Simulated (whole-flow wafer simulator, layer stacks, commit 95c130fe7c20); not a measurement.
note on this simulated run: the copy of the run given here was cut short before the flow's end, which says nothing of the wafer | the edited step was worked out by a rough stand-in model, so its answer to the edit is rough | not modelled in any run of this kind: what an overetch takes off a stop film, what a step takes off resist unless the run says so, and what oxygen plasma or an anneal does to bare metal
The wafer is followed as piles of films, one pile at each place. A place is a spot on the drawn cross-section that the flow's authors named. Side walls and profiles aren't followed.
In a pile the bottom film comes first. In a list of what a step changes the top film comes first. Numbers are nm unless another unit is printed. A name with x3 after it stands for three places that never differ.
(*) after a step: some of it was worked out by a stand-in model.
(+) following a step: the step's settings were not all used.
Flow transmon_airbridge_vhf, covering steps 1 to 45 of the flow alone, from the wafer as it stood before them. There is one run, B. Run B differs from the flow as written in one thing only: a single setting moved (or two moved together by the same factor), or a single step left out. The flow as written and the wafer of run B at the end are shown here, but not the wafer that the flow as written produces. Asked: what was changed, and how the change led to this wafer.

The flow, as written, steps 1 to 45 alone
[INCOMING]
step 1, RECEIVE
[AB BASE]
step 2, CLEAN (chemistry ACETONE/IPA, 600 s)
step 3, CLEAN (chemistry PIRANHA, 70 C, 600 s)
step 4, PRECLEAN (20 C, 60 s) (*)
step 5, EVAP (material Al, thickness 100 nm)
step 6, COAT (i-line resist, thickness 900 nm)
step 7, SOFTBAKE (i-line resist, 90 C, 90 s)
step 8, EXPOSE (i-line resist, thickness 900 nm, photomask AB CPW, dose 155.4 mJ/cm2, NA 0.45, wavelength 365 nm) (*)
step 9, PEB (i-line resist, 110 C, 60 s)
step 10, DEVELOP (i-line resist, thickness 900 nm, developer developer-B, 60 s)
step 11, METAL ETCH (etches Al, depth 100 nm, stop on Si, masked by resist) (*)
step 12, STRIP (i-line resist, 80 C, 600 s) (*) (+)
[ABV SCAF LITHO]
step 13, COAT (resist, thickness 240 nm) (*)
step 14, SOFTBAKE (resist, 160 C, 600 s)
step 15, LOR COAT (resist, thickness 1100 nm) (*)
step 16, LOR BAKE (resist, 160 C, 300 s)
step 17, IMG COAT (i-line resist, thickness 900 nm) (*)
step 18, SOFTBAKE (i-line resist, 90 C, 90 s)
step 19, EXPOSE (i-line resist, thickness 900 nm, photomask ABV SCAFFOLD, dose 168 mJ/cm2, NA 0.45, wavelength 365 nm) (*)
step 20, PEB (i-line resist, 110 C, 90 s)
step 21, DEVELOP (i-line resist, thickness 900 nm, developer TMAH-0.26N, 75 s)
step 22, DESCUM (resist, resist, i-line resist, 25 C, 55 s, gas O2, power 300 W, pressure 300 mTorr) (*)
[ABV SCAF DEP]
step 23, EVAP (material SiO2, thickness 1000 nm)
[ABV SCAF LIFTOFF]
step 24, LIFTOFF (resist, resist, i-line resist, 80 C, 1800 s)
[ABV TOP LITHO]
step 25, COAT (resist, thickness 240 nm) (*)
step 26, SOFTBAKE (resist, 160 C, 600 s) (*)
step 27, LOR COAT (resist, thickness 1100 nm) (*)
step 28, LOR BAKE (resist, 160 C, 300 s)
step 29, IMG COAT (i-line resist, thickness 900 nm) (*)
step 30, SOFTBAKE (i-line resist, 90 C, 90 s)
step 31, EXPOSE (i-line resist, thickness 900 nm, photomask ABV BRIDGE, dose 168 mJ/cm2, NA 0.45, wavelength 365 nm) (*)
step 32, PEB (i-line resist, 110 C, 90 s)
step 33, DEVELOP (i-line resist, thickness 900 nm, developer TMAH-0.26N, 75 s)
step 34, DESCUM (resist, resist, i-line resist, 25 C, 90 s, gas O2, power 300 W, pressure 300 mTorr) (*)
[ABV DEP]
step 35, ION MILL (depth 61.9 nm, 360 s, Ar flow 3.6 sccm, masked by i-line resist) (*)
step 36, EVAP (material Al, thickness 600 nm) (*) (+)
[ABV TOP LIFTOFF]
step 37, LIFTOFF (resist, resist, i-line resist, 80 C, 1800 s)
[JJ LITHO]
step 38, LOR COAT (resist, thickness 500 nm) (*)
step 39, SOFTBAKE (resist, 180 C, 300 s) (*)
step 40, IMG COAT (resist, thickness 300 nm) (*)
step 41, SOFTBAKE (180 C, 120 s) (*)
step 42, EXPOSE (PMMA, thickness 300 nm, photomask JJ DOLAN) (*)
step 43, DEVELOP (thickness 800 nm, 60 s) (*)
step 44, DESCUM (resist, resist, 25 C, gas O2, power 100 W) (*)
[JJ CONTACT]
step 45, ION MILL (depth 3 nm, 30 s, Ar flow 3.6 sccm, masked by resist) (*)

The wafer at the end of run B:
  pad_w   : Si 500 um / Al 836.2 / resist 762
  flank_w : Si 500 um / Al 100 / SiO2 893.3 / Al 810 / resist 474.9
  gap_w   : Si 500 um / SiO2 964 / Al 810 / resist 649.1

What caused this: step 36, EVAP: thickness 810 nm was run, while the flow as written has thickness 600 nm.
The wafer itself shows it: flank_w has Al 810, and step 36 as written asks for 600 nm.

The path from the change to this, step by step:
  step 36, EVAP (material Al, thickness 600 nm) (*) (+)
      field x3, jj_line, ground_far and 10 more: Al gains 810 (new film) (in the flow as written it would be: Al gains 600 (new film))
      pad_w, pad_e: Al gains 798.2 (in the flow as written it would be: Al gains 591.2)
  step 37, LIFTOFF (resist, resist, i-line resist, 80 C, 1800 s)
      field x3, jj_line, trace_open_s x2: Al loses 810 (all of it), i-line resist loses 600 (all of it), resist loses 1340 (all of it) (in the flow as written it would be: Al loses 600 (all of it), i-line resist loses 600 (all of it), resist loses 1340 (all of it))
      margin_s, margin_n: Al loses 810 (all of it), i-line resist loses 318.3 (all of it), resist loses 992 (all of it) (in the flow as written it would be: Al loses 600 (all of it), i-line resist loses 318.3 (all of it), resist loses 992 (all of it))
      (also at 1 further place)
  step 38, LOR COAT (resist, thickness 500 nm) (*)
      pad_w, pad_e: resist gains 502 (new film) (in the flow as written it would be: resist gains 517 (new film))
      margin_s, margin_n: resist gains 460.8 (new film) (in the flow as written it would be: resist gains 445.3 (new film))
      (also at 1 further place)
  step 40, IMG COAT (resist, thickness 300 nm) (*)
      pad_w, pad_e: resist gains 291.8 (in the flow as written it would be: resist gains 300.1)
      flank_w, flank_e: resist gains 205.3 (in the flow as written it would be: resist gains 212.1)
      (also at 4 further places)
